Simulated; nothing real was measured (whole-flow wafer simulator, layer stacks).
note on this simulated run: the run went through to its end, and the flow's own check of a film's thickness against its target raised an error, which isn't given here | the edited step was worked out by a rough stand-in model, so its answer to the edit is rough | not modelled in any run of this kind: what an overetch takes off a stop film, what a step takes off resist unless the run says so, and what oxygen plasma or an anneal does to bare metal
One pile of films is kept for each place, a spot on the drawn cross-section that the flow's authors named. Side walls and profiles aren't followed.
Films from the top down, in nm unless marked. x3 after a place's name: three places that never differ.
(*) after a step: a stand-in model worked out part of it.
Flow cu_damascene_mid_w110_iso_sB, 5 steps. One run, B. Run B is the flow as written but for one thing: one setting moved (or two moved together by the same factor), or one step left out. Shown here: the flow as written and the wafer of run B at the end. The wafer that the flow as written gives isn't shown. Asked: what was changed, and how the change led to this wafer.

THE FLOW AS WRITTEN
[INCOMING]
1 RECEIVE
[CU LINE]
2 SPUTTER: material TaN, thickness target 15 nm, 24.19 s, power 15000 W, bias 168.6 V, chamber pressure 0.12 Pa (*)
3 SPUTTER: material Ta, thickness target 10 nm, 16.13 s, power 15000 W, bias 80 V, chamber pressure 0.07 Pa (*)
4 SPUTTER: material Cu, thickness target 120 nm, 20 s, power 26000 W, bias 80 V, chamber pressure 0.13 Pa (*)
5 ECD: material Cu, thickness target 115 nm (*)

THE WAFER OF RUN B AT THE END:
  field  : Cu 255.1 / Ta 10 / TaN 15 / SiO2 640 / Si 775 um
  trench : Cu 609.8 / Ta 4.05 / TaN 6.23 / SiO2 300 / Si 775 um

The cause: step 5, ECD: thickness target 135.1 nm was run, where the flow has thickness target 115 nm.

How the change led to this, step by step:
  5 ECD: material Cu, thickness target 115 nm (*)
      field: Cu +135.1 (as written it would be: Cu +115)
      trench: Cu +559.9 (as written it would be: Cu +539.8)
